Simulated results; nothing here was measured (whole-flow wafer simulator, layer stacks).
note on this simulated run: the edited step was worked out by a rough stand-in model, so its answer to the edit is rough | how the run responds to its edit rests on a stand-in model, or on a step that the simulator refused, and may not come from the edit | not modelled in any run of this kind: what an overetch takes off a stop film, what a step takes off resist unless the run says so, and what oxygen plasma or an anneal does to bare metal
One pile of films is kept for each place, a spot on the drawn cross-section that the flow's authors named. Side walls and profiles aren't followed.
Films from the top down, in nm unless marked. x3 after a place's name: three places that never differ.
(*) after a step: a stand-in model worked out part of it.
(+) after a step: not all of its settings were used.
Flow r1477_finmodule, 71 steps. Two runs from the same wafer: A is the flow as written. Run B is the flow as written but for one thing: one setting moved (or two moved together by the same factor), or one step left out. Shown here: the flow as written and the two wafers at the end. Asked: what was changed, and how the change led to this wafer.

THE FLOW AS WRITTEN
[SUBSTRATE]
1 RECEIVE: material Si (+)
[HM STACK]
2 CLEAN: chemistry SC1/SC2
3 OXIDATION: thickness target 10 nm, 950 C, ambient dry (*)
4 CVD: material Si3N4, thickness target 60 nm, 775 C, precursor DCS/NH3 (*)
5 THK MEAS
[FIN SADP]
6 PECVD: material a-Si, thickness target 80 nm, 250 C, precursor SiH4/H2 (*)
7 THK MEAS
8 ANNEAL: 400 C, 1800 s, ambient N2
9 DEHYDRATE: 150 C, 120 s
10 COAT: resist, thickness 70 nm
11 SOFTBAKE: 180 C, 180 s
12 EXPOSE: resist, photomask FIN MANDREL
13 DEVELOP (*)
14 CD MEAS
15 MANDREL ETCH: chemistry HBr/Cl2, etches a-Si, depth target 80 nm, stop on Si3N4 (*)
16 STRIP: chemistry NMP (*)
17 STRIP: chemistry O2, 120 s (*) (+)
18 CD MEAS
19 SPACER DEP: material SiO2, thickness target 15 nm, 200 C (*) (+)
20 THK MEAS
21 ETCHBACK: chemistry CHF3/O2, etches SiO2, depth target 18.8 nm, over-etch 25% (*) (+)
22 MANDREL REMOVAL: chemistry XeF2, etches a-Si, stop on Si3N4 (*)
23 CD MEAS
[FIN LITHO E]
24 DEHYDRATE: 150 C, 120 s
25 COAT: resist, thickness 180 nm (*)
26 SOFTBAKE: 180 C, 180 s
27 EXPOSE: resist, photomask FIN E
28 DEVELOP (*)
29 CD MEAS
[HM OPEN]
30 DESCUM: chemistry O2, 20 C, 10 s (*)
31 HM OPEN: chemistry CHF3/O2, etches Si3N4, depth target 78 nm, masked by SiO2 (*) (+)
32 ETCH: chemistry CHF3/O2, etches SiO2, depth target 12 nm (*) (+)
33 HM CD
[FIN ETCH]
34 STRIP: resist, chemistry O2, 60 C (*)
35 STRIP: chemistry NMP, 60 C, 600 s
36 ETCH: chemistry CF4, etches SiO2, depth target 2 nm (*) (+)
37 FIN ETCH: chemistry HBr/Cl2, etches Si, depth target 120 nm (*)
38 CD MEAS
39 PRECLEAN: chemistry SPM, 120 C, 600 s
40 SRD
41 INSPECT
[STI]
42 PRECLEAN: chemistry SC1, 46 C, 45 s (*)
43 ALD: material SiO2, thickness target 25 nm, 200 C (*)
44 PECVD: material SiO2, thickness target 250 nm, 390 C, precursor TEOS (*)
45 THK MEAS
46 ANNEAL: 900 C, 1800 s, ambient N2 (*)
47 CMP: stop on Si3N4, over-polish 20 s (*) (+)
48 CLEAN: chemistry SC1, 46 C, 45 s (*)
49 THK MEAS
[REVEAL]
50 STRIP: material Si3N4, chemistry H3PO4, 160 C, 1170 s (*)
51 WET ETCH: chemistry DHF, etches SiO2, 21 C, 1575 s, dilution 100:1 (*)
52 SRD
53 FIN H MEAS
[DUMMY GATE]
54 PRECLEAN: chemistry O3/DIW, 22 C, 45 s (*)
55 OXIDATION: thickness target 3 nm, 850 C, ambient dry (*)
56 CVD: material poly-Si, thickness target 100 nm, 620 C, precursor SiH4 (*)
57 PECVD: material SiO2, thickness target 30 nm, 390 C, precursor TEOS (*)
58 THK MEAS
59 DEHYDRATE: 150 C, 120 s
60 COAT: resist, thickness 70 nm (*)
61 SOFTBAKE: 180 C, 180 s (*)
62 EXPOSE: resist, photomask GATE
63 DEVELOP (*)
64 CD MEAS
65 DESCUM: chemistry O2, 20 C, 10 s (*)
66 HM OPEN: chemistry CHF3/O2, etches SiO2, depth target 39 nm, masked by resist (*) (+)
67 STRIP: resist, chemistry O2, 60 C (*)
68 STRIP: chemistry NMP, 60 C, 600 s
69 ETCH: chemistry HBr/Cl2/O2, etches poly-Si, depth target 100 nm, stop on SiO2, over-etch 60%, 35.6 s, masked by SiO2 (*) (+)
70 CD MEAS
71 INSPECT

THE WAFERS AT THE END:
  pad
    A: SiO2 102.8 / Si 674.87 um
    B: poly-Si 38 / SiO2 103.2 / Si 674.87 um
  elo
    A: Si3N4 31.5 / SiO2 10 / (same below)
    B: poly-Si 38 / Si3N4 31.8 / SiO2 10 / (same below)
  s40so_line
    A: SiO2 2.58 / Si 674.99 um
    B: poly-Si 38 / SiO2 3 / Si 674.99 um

The cause: step 66, HM OPEN: depth target 25.1 nm was run, where the flow has depth target 39 nm.

How the change led to this, step by step:
  66 HM OPEN: chemistry CHF3/O2, etches SiO2, depth target 39 nm, masked by resist (*) (+)
      pad, elo, eso and 15 more: A SiO2 -30 (all of it), poly-Si -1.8 | B SiO2 -25.1
      padg, elg, esg and 15 more: A resist -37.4 | B resist -24.1
  67 STRIP: resist, chemistry O2, 60 C (*)
      pad, elo, eso and 15 more: A chemical SiO2 +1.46 (new film), poly-Si -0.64 | B nothing
      padg, elg, esg: A resist -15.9 (all of it) | B resist -29.2 (all of it)
      (and at 15 more places)
  69 ETCH: chemistry HBr/Cl2/O2, etches poly-Si, depth target 100 nm, stop on SiO2, over-etch 60%, 35.6 s, masked by SiO2 (*) (+)
      pad, eso, e40so and 8 more: A chemical SiO2 -1.46 (all of it), poly-Si -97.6 (all of it), SiO2 -0.42 | B SiO2 -4.9 (all of it), poly-Si -62
      elo, e40lo, e100lo, e200lo: A chemical SiO2 -1.46 (all of it), poly-Si -97.6 (all of it), Si3N4 -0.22 | B SiO2 -4.9 (all of it), poly-Si -62
      (and at 3 more places)
